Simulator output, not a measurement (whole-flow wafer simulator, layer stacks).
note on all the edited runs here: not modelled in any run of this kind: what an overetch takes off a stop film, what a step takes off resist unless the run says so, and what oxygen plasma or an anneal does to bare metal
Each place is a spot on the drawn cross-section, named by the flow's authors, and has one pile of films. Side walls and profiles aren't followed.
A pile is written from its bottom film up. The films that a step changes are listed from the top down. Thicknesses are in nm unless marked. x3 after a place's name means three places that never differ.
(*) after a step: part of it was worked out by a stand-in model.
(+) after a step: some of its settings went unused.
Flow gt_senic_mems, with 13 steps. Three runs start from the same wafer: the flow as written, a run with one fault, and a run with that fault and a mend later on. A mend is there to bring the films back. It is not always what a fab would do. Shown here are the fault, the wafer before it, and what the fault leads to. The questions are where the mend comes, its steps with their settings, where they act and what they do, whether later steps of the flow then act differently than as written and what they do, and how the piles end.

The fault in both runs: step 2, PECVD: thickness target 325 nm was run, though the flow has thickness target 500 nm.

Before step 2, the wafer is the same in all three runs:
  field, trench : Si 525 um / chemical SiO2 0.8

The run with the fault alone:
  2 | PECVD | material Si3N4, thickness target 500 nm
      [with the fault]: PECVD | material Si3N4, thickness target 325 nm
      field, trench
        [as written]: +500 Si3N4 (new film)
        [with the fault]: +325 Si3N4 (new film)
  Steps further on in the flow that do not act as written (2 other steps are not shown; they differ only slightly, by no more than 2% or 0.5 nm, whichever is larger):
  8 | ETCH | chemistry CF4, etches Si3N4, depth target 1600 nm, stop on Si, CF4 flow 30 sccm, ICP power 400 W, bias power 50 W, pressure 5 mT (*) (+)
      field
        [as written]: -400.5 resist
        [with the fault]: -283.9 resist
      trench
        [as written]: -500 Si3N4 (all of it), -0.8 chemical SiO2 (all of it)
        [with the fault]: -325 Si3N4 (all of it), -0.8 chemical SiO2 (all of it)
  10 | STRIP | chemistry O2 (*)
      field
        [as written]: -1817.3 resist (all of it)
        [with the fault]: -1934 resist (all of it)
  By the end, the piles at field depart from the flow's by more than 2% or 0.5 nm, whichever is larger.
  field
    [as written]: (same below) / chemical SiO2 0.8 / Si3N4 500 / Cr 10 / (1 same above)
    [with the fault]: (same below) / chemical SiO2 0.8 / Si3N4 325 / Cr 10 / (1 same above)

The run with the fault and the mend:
  The mend follows step 2.
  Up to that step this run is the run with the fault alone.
  2a | PECVD | material Si3N4, thickness target 175 nm (the flow's step 2 again, with other settings)
      field, trench
        +175 Si3N4
  None of the later steps of the flow acts differently than as written at any place that is followed.
  The piles end the same as the flow's at every place that both follow.
